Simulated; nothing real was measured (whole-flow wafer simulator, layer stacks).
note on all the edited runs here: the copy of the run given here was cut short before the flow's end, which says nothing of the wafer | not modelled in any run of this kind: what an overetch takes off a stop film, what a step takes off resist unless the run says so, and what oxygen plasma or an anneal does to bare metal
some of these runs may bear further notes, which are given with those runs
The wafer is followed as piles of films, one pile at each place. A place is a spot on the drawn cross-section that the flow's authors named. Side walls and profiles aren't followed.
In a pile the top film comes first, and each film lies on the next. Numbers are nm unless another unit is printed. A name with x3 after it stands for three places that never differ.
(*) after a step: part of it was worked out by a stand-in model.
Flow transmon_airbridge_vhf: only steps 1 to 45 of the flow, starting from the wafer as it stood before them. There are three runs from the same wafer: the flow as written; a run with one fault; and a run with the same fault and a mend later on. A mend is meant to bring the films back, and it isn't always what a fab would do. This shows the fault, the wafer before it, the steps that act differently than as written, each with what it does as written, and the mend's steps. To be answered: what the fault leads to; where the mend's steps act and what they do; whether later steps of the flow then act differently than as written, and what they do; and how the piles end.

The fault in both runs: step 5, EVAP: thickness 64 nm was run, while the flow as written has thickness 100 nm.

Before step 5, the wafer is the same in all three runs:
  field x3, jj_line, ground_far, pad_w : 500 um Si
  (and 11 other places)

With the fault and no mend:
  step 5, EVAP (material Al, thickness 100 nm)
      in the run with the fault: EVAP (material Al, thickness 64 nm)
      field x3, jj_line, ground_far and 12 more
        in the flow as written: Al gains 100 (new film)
        in the run with the fault: Al gains 64 (new film)
  Steps further on in the flow that do not act as written (15 more steps, not shown, differ only slightly: by at most 2% or 0.5 nm, whichever is larger):
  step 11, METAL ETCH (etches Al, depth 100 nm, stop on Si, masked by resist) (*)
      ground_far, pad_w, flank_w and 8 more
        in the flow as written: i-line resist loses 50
        in the run with the fault: i-line resist loses 48
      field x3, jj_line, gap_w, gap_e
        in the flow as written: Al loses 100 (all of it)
        in the run with the fault: Al loses 64 (all of it)
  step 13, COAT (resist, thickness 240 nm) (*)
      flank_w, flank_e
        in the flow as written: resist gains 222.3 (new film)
        in the run with the fault: resist gains 228.2 (new film)
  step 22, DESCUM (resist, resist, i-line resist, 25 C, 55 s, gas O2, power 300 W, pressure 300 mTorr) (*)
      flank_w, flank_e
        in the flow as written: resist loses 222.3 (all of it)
        in the run with the fault: resist loses 228.2 (all of it)
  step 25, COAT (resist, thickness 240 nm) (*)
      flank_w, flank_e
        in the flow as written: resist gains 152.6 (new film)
        in the run with the fault: resist gains 156.5 (new film)
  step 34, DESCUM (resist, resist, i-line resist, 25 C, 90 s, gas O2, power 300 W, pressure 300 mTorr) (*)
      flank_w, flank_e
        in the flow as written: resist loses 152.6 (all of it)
        in the run with the fault: resist loses 156.5 (all of it)
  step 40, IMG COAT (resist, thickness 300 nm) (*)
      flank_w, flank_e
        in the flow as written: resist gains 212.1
        in the run with the fault: resist gains 217.8
  At ground_far, pad_w, flank_w and 8 more, the piles at the end differ from the flow's by more than 2% or 0.5 nm, whichever is larger.
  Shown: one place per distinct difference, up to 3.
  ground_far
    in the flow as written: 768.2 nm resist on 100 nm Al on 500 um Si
    in the run with the fault: 768.2 nm resist on 64 nm Al on 500 um Si
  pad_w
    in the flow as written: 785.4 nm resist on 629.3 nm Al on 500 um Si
    in the run with the fault: 785.6 nm resist on 593.3 nm Al on 500 um Si
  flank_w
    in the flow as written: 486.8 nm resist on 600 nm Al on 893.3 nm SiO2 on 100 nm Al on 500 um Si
    in the run with the fault: 491.6 nm resist on 600 nm Al on 893.1 nm SiO2 on 64 nm Al on 500 um Si

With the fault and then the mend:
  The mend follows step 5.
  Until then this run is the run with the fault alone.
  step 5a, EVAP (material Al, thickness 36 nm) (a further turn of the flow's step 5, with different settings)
      field x3, jj_line, ground_far and 12 more
        Al gains 36
  None of the later steps of the flow acts differently than as written at any place that is followed.
  At every place that both follow, the piles at the end match the flow's.
